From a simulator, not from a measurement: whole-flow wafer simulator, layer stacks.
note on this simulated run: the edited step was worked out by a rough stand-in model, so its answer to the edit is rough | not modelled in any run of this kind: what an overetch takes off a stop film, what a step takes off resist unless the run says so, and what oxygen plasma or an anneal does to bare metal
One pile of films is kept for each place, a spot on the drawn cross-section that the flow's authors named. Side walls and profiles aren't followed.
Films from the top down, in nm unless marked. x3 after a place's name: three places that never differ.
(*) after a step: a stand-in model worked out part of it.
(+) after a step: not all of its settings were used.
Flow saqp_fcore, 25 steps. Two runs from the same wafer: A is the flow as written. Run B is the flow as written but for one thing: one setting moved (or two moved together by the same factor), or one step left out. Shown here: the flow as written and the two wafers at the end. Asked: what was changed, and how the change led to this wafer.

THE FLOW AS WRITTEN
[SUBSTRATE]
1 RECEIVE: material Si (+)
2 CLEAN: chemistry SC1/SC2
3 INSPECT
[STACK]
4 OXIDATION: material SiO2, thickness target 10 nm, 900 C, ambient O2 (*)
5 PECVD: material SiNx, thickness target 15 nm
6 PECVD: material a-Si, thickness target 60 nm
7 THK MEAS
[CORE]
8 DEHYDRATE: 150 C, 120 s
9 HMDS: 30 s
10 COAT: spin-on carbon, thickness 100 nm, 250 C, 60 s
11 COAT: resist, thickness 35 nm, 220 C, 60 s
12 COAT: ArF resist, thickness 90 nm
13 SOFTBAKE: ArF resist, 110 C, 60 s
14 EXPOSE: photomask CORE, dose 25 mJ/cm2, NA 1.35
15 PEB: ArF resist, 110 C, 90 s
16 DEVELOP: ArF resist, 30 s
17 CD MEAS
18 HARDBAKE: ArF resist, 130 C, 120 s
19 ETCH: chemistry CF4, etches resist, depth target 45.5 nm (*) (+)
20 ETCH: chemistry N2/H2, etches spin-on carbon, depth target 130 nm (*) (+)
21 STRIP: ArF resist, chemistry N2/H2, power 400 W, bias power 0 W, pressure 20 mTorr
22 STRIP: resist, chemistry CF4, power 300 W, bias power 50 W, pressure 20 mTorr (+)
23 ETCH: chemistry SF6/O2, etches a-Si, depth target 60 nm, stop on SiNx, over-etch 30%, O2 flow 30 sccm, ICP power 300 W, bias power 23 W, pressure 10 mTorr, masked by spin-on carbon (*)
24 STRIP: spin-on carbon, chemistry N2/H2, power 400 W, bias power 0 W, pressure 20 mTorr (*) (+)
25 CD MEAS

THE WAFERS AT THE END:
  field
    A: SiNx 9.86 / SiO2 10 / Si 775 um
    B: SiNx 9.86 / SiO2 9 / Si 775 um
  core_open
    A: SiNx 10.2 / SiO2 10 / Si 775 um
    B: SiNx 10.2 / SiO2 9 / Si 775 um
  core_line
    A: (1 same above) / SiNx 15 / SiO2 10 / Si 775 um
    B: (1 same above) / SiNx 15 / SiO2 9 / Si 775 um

The cause: step 4, OXIDATION: thickness target 9 nm was run, where the flow has thickness target 10 nm.
It can be read off the wafer: field has SiO2 9, and step 4 as written asks for 10 nm.

How the change led to this, step by step:
  4 OXIDATION: material SiO2, thickness target 10 nm, 900 C, ambient O2 (*)
      field, core_open, core_line: A SiO2 +10 (new film), chemical SiO2 -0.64 (all of it), Si -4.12 | B SiO2 +9 (new film), chemical SiO2 -0.64 (all of it), Si -3.68
